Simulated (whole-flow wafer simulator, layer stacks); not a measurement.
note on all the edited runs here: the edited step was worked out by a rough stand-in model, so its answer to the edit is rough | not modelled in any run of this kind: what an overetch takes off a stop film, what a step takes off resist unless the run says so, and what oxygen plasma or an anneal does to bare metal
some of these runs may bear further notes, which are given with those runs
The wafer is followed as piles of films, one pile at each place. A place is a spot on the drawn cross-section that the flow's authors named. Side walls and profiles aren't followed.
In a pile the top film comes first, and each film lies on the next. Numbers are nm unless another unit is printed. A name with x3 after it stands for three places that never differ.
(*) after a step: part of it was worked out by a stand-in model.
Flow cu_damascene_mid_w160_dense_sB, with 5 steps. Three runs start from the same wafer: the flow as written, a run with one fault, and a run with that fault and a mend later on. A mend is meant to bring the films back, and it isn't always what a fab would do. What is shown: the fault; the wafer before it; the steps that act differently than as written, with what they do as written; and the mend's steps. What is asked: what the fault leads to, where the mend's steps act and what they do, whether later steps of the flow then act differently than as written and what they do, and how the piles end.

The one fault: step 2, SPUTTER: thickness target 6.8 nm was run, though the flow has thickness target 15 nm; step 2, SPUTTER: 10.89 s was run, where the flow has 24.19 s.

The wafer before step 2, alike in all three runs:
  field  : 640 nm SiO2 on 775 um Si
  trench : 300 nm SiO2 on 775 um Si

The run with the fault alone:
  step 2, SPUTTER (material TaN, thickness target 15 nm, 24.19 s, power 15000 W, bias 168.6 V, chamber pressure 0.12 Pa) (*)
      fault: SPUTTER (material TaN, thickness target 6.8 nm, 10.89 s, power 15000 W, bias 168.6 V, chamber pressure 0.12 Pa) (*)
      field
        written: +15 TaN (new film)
        fault: +6.8 TaN (new film)
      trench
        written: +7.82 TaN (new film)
        fault: +3.54 TaN (new film)
  None of the later steps of the flow differs from how it acts as written, at any place that is followed, by more than 2% or 0.5 nm, whichever is larger.
  By the end, the piles at field, trench depart from the flow's by more than 2% or 0.5 nm, whichever is larger.
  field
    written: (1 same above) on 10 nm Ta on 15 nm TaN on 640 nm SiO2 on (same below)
    fault: (1 same above) on 10 nm Ta on 6.8 nm TaN on 640 nm SiO2 on (same below)
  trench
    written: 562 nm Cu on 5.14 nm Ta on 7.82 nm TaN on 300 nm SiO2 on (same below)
    fault: 558 nm Cu on 5.24 nm Ta on 3.54 nm TaN on 300 nm SiO2 on (same below)

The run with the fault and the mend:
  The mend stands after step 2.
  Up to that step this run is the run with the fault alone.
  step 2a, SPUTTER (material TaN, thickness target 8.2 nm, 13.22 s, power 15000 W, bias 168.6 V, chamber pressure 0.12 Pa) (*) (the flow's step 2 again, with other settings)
      field
        +8.2 TaN
      trench
        +4.2 TaN
  None of the later steps of the flow differs from how it acts as written, at any place that is followed, by more than 2% or 0.5 nm, whichever is larger.
  When the end is reached, the piles differ only a little from the flow's at the places that both follow, at most by 2% or 0.5 nm, whichever is larger.
